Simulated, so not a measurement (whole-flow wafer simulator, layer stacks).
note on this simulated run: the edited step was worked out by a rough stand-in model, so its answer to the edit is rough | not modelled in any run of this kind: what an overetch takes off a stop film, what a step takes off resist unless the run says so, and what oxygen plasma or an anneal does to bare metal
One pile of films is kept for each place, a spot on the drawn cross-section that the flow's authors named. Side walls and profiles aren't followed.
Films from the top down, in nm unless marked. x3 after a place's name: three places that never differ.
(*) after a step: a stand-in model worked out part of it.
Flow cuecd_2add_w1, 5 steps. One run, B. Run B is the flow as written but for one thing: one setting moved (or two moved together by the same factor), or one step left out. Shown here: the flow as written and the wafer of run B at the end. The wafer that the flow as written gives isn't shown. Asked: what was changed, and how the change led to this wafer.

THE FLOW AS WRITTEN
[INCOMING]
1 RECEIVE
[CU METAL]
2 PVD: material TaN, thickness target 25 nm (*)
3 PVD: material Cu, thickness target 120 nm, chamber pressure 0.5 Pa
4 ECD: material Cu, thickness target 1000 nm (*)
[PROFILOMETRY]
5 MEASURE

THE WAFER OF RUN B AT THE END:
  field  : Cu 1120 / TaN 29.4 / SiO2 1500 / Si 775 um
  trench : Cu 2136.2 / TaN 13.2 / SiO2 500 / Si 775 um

The cause: step 2, PVD: thickness target 29.4 nm was run, where the flow has thickness target 25 nm.
It can be read off the wafer: field has TaN 29.4, and step 2 as written asks for 25 nm.

How the change led to this, step by step:
  2 PVD: material TaN, thickness target 25 nm (*)
      field: TaN +29.4 (new film) (as written it would be: TaN +25 (new film))
      trench: TaN +13.2 (new film) (as written it would be: TaN +11.2 (new film))
